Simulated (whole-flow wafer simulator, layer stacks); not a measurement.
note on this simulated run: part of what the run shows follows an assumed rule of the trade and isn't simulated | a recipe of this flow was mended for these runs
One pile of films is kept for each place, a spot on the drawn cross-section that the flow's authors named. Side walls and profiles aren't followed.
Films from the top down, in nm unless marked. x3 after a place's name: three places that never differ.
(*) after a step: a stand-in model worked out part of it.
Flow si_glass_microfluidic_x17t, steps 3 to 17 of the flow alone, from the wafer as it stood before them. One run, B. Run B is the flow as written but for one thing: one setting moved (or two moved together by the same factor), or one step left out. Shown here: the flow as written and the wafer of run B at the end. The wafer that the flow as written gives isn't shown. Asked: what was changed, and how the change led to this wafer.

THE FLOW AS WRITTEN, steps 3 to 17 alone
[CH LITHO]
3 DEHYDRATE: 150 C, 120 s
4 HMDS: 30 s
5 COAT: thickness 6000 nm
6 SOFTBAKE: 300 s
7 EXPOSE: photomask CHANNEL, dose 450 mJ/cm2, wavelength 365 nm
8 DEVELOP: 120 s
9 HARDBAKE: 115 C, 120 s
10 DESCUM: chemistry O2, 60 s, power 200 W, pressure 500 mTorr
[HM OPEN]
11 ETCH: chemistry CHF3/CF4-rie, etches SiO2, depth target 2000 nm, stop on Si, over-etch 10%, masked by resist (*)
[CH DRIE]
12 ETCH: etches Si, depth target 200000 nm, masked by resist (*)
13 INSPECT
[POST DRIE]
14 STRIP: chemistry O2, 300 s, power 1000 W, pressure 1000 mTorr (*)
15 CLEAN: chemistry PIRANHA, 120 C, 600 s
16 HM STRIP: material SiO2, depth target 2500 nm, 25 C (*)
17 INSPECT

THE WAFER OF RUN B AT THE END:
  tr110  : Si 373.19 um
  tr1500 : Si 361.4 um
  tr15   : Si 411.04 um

The cause: step 11, ETCH: depth target 1520 nm was run, where the flow has depth target 2000 nm.

How the change led to this, step by step:
  11 ETCH: chemistry CHF3/CF4-rie, etches SiO2, depth target 2000 nm, stop on Si, over-etch 10%, masked by resist (*)
      tr110, tr1500, tr15: SiO2 -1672 (as written it would be: SiO2 -2000 (all of it), Si -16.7)
      land: thick-i-line-resist -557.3 (as written it would be: thick-i-line-resist -733.3)
  12 ETCH: etches Si, depth target 200000 nm, masked by resist (*)
      tr110: SiO2 -328 (all of it), Si -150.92 um (as written it would be: Si -200.12 um)
      tr1500: SiO2 -328 (all of it), Si -162.71 um (as written it would be: Si -215.73 um)
      (and at 1 more place)
  14 STRIP: chemistry O2, 300 s, power 1000 W, pressure 1000 mTorr (*)
      land: thick-i-line-resist -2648 (all of it) (as written it would be: thick-i-line-resist -2472.3 (all of it))
